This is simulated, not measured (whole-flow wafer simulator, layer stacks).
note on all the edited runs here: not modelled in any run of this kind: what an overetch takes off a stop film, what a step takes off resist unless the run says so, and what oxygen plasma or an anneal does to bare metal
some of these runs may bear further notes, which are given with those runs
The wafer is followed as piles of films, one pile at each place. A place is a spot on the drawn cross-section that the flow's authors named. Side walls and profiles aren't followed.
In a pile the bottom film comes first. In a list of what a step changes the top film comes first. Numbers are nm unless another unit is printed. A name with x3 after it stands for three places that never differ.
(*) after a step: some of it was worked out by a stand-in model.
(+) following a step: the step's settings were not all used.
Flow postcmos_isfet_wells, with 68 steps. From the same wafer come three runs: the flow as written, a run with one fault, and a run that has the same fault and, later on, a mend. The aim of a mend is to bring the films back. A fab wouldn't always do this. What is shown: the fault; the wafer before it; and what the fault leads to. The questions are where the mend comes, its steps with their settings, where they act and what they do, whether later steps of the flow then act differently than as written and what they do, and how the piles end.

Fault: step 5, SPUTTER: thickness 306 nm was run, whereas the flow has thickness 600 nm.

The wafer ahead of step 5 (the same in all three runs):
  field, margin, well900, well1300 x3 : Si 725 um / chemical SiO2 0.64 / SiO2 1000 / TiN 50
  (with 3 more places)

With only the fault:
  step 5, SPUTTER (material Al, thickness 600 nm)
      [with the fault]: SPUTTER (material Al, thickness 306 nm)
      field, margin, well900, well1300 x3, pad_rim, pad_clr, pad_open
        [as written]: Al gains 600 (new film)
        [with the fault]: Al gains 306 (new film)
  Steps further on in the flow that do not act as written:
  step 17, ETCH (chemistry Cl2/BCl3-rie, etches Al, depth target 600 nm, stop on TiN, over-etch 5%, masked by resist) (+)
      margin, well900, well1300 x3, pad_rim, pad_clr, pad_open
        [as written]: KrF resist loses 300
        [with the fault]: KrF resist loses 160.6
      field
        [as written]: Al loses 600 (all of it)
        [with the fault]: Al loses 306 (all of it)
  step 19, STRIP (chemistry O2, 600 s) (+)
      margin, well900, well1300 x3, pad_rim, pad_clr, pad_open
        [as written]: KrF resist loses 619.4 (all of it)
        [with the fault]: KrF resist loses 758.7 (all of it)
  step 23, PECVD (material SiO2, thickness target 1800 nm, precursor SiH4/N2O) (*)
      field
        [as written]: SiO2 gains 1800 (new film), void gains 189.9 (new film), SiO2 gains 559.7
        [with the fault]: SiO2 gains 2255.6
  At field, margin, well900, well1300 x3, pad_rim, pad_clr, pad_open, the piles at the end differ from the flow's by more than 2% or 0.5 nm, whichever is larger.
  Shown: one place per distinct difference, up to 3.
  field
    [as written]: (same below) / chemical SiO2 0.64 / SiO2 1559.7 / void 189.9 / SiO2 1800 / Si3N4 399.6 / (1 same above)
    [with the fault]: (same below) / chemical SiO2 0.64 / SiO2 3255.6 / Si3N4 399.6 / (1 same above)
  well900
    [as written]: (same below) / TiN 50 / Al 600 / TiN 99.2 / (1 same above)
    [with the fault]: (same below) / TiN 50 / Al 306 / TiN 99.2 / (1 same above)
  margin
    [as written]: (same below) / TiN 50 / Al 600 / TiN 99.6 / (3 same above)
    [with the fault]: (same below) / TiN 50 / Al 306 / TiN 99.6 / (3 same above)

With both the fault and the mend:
  After step 5 comes the mend.
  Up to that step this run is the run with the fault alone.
  step 5a, SPUTTER (material Al, thickness 294 nm) (a further turn of the flow's step 5, with different settings)
      field, margin, well900, well1300 x3, pad_rim, pad_clr, pad_open
        Al gains 294
  Every later step of the flow that is run acts as written at every place that is followed.
  The piles end the same as the flow's at every place that both follow.
